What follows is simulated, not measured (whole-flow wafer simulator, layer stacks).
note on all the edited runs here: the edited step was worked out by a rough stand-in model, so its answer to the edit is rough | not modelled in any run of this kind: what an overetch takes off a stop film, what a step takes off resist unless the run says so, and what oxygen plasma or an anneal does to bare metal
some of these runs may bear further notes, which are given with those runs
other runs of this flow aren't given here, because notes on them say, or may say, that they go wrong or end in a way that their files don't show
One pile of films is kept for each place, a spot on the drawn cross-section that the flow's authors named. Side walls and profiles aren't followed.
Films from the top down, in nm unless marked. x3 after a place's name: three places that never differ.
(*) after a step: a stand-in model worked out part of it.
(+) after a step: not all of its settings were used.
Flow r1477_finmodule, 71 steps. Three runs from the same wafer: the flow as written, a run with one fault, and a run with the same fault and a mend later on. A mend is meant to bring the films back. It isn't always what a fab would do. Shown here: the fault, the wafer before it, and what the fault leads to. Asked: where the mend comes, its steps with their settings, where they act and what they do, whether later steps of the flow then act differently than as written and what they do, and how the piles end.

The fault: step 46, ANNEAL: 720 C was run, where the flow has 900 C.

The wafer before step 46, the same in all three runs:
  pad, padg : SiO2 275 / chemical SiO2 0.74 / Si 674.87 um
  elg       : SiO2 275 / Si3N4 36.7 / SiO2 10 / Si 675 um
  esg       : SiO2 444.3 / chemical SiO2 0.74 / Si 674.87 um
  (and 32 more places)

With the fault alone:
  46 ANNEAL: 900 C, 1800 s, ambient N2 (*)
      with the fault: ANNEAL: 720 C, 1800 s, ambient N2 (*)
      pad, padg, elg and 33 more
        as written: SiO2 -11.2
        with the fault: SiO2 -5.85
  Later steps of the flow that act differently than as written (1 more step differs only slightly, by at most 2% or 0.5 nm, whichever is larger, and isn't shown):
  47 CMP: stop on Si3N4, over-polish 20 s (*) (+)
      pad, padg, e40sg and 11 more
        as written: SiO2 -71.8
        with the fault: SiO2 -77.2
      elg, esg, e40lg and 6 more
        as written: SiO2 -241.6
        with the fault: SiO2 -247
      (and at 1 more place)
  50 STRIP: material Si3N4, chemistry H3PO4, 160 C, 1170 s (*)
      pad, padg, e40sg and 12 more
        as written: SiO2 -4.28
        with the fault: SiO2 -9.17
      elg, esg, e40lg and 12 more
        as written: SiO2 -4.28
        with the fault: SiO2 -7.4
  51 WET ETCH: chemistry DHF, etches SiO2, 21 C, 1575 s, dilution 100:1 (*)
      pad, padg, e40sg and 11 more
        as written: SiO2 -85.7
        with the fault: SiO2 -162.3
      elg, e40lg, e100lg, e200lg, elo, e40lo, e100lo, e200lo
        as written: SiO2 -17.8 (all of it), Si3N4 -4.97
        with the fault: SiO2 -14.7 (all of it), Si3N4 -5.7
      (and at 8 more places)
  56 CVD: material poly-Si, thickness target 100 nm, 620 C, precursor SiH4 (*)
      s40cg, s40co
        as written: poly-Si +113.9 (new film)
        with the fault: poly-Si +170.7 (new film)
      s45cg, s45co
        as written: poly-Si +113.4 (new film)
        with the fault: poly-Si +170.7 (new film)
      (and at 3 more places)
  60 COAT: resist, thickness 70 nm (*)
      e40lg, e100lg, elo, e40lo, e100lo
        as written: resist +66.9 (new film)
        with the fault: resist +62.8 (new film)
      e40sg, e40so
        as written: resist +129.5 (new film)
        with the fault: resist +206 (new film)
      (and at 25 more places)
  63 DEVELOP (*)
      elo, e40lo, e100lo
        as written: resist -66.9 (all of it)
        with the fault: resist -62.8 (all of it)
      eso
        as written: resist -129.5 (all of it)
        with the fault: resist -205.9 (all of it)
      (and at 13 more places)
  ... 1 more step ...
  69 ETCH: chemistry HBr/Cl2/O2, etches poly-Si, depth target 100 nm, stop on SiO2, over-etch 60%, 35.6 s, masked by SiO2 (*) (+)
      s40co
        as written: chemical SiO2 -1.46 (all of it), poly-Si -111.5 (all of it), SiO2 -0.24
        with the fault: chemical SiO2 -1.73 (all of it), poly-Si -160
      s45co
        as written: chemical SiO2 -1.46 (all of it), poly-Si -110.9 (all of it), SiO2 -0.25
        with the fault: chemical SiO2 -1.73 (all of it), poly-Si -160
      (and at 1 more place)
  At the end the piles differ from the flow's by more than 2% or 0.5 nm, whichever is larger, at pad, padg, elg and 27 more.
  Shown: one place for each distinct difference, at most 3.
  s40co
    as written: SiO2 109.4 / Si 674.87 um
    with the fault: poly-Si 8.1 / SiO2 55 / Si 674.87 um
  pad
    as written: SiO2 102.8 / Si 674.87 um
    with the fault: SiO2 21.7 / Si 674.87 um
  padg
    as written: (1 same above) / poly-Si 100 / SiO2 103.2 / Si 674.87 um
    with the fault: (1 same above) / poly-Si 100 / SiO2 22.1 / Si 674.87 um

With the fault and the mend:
  The mend comes after step 46.
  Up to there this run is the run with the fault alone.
  46a ANNEAL: 900 C, 1800 s, ambient N2 (*) (the flow's step 46 once more)
      pad, padg, elg and 33 more
        SiO2 -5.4
  No later step of the flow acts differently than as written at any place that is followed.
  At the end the piles are the same as the flow's at every place that both follow.
